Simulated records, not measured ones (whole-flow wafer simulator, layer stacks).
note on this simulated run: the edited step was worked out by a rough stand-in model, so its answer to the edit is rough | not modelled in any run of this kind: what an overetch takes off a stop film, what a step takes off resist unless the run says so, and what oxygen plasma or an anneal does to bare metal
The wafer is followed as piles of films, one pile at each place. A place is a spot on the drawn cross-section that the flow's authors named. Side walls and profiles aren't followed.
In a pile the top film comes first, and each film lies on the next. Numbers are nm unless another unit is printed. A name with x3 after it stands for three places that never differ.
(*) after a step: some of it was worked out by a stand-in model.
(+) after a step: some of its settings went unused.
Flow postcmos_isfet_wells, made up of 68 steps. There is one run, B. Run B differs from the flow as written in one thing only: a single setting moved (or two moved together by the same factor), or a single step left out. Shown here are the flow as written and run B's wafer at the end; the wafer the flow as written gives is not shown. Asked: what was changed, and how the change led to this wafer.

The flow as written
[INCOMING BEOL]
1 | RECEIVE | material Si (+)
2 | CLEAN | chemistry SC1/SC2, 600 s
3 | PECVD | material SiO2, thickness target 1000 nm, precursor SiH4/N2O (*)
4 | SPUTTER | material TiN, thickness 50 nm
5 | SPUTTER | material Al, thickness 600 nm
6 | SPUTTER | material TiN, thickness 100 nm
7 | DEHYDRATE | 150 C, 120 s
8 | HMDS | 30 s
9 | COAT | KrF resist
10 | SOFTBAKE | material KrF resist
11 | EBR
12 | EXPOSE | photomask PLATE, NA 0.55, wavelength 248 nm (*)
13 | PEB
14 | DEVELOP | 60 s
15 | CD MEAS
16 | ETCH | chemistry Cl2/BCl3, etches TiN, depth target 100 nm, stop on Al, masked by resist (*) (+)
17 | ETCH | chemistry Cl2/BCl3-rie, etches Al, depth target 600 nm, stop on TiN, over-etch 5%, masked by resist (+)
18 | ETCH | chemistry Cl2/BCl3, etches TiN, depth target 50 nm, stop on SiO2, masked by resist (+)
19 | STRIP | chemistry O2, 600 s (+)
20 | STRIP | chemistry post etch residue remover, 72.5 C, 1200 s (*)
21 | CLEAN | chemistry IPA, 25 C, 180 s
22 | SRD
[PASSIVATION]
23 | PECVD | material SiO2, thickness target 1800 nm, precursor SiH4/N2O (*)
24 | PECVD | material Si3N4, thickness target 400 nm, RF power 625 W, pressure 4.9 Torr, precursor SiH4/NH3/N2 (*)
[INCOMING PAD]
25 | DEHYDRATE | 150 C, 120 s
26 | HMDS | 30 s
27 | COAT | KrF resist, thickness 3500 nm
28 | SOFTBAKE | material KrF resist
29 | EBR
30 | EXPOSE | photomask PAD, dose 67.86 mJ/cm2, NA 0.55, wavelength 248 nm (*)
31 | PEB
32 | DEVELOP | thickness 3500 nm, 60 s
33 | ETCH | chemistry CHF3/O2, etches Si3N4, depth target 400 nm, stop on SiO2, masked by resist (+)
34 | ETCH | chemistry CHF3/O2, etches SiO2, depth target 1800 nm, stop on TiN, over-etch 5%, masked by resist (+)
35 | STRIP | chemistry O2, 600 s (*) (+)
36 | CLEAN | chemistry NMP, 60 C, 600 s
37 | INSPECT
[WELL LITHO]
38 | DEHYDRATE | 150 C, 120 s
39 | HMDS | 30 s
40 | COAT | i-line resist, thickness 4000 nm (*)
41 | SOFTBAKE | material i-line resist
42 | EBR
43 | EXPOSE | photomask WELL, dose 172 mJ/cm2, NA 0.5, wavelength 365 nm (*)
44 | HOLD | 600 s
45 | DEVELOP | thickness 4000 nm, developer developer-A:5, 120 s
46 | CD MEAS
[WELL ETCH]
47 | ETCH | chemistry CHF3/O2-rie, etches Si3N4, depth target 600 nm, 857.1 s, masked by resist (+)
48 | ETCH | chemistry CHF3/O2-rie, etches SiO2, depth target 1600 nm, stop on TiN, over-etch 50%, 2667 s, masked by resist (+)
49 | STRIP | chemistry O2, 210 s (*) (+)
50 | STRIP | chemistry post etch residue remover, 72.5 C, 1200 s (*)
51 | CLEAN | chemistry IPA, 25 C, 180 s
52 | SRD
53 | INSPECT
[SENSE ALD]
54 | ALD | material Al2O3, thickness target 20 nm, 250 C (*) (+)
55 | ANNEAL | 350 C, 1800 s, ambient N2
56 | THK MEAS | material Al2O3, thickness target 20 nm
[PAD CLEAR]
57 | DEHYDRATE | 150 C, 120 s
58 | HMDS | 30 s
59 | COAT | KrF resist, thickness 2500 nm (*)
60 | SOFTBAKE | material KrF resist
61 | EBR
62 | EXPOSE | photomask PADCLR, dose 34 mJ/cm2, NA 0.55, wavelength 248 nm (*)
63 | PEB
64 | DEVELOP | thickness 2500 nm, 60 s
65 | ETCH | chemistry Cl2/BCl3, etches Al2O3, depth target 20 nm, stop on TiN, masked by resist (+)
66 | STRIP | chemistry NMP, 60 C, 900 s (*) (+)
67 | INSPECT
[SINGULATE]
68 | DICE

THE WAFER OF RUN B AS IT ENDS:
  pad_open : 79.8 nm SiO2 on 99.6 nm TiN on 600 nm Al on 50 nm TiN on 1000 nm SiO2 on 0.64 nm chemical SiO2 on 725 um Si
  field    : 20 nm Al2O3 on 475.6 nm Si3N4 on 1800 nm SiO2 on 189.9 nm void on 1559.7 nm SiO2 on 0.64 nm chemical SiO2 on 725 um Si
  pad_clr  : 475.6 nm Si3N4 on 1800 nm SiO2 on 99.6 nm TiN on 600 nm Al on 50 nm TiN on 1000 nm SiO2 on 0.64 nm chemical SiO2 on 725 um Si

Cause: step 24, PECVD: thickness target 476 nm was run, though the flow has thickness target 400 nm.

The path from the change to this, step by step:
  24 | PECVD | material Si3N4, thickness target 400 nm, RF power 625 W, pressure 4.9 Torr, precursor SiH4/NH3/N2 (*)
      field, margin, well900, well1300 x3, pad_rim, pad_clr, pad_open: +476 Si3N4 (new film) (it would be, as written: +400 Si3N4 (new film))
  33 | ETCH | chemistry CHF3/O2, etches Si3N4, depth target 400 nm, stop on SiO2, masked by resist (+)
      pad_open: -400 Si3N4 (it would be, as written: -400 Si3N4 (all of it))
  34 | ETCH | chemistry CHF3/O2, etches SiO2, depth target 1800 nm, stop on TiN, over-etch 5%, masked by resist (+)
      pad_open: -76 Si3N4 (all of it), -1720.2 SiO2 (it would be, as written: -1800 SiO2 (all of it))
  47 | ETCH | chemistry CHF3/O2-rie, etches Si3N4, depth target 600 nm, 857.1 s, masked by resist (+)
      well900, well1300 x3: -476 Si3N4 (all of it), -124 SiO2 (it would be, as written: -400 Si3N4 (all of it), -200 SiO2)
  48 | ETCH | chemistry CHF3/O2-rie, etches SiO2, depth target 1600 nm, stop on TiN, over-etch 50%, 2667 s, masked by resist (+)
      well900, well1300 x3: -1676 SiO2 (all of it) (it would be, as written: -1600 SiO2 (all of it))
  59 | COAT | KrF resist, thickness 2500 nm (*)
      field: +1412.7 KrF resist (new film) (it would be, as written: +1449 KrF resist (new film))
      margin: +1412.6 KrF resist (new film) (it would be, as written: +1448.9 KrF resist (new film))
  66 | STRIP | chemistry NMP, 60 C, 900 s (*) (+)
      field: -1364.1 KrF resist (all of it) (it would be, as written: -1400.1 KrF resist (all of it))
      margin: -1364 KrF resist (all of it) (it would be, as written: -1400.1 KrF resist (all of it))
